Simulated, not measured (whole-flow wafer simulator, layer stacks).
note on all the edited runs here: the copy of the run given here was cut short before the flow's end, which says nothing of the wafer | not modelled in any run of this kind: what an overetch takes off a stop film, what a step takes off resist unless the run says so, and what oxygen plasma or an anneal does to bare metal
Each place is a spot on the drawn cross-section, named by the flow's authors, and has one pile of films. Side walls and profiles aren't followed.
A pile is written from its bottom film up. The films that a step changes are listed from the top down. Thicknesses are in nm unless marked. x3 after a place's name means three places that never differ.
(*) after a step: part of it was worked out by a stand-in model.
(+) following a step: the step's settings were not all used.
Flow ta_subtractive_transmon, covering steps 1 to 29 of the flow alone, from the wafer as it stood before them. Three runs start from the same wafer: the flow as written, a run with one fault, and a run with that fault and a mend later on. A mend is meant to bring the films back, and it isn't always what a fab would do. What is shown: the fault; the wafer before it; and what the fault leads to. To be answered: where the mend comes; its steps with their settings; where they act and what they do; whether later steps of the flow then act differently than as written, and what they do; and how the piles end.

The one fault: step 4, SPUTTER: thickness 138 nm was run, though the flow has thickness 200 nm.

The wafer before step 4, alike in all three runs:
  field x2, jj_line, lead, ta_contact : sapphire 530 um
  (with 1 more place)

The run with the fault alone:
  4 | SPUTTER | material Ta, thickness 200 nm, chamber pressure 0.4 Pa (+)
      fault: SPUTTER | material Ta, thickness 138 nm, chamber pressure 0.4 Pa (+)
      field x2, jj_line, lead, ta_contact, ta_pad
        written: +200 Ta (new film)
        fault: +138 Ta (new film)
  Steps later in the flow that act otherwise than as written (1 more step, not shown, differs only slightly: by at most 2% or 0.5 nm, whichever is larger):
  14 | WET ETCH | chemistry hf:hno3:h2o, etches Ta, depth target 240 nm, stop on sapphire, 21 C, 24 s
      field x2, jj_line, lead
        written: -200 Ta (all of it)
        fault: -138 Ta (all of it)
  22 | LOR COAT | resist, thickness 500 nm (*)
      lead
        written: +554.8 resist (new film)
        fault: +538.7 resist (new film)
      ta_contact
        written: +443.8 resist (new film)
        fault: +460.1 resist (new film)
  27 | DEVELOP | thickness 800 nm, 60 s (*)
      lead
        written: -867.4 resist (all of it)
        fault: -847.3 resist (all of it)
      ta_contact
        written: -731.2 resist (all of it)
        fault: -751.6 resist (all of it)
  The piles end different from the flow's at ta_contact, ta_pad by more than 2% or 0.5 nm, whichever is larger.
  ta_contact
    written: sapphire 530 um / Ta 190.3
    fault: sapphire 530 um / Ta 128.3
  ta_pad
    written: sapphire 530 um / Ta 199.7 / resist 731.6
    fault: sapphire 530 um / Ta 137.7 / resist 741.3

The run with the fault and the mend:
  The mend follows step 5.
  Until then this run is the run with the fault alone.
  5a | SPUTTER | material Ta, thickness 62 nm, chamber pressure 0.4 Pa (+) (a further turn of the flow's step 4, with different settings)
      field x2, jj_line, lead, ta_contact, ta_pad
        +62 Ta
  Later steps of the flow that are run all act as written at every place that is followed.
  At every place that both follow, the piles at the end match the flow's.
